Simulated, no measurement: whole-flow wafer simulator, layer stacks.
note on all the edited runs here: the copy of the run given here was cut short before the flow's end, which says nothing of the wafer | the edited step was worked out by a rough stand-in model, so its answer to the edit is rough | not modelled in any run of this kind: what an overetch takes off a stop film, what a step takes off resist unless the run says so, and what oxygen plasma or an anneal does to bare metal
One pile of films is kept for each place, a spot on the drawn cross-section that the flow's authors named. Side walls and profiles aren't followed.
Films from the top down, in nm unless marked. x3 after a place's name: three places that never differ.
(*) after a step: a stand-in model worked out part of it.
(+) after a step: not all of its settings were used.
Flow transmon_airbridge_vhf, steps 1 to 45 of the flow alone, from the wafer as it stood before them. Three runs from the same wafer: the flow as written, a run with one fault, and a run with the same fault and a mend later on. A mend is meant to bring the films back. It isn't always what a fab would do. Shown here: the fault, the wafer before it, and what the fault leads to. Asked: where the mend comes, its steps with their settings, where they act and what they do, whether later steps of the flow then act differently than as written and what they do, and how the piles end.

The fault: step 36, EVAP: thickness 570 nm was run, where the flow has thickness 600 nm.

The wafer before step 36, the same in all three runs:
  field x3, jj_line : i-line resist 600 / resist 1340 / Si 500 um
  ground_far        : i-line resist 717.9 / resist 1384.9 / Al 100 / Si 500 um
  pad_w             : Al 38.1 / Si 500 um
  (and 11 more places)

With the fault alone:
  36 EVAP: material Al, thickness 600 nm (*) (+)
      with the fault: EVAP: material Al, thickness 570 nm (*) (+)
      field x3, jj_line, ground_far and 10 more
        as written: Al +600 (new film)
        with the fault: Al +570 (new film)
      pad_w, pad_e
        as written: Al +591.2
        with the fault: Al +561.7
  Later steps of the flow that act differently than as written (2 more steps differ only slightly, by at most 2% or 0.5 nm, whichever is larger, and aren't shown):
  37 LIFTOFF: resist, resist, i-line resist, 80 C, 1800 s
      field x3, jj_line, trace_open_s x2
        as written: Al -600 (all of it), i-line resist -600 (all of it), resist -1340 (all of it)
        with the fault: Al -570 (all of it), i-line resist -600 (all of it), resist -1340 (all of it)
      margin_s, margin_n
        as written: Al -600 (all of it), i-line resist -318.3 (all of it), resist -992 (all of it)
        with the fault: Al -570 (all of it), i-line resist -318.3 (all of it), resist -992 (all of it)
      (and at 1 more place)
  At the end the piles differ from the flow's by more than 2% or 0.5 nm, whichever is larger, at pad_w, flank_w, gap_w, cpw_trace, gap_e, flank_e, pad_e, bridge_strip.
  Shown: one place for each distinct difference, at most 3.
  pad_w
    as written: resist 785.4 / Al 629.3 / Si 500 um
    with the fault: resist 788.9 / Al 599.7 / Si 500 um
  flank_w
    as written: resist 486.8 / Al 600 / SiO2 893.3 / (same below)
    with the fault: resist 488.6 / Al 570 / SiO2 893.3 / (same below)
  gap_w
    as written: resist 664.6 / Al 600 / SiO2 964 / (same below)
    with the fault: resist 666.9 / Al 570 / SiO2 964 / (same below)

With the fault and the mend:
  The mend comes after step 36.
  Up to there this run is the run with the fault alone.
  36a EVAP: material Al, thickness 30 nm (*) (+) (the flow's step 36 once more, with other settings)
      field x3, jj_line, ground_far and 10 more
        Al +30
      pad_w, pad_e
        Al +29.6
  No later step of the flow acts differently than as written, at any place that is followed, by more than 2% or 0.5 nm, whichever is larger.
  At the end the piles differ from the flow's only slightly at the places that both follow, by at most 2% or 0.5 nm, whichever is larger.
